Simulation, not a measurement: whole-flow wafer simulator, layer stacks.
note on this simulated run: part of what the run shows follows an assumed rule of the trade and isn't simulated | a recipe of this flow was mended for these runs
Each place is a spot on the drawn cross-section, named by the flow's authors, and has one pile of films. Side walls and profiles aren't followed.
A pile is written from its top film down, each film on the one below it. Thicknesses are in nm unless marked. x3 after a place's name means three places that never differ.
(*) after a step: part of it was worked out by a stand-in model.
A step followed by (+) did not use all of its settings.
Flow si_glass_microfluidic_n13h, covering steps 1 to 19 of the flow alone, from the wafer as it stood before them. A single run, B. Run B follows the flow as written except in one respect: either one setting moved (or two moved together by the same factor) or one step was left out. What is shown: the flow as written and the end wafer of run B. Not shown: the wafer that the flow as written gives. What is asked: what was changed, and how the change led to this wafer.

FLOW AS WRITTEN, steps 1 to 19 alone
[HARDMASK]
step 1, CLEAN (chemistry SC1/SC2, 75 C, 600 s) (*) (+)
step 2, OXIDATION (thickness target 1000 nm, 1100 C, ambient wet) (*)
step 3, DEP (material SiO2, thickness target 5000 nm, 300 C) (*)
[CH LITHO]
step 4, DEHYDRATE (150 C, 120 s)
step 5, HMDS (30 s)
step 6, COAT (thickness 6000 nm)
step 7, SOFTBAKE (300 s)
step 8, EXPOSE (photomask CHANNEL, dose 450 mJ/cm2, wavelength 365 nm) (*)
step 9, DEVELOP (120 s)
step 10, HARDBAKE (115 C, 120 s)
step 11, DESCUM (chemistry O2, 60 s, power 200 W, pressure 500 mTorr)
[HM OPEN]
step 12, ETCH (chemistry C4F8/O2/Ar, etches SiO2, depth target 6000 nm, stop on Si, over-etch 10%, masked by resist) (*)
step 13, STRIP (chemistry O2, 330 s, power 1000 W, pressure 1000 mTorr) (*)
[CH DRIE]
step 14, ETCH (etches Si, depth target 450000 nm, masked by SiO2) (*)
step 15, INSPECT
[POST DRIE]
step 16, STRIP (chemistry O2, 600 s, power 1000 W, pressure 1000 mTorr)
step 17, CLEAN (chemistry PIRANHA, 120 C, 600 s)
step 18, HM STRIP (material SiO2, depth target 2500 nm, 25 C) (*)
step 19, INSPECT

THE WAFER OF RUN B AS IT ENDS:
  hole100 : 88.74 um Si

Cause: step 12, ETCH: depth target 6720 nm was run, while the flow as written has depth target 6000 nm.

How this came from the change, step by step:
  step 12, ETCH (chemistry C4F8/O2/Ar, etches SiO2, depth target 6000 nm, stop on Si, over-etch 10%, masked by resist) (*)
      land: -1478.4 thick-i-line-resist (it would be, as written: -1320 thick-i-line-resist)
      hole100: -6000 SiO2 (all of it), -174 Si (it would be, as written: -6000 SiO2 (all of it), -75 Si)
  step 13, STRIP (chemistry O2, 330 s, power 1000 W, pressure 1000 mTorr) (*)
      land: -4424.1 thick-i-line-resist (all of it) (it would be, as written: -4582.5 thick-i-line-resist (all of it))
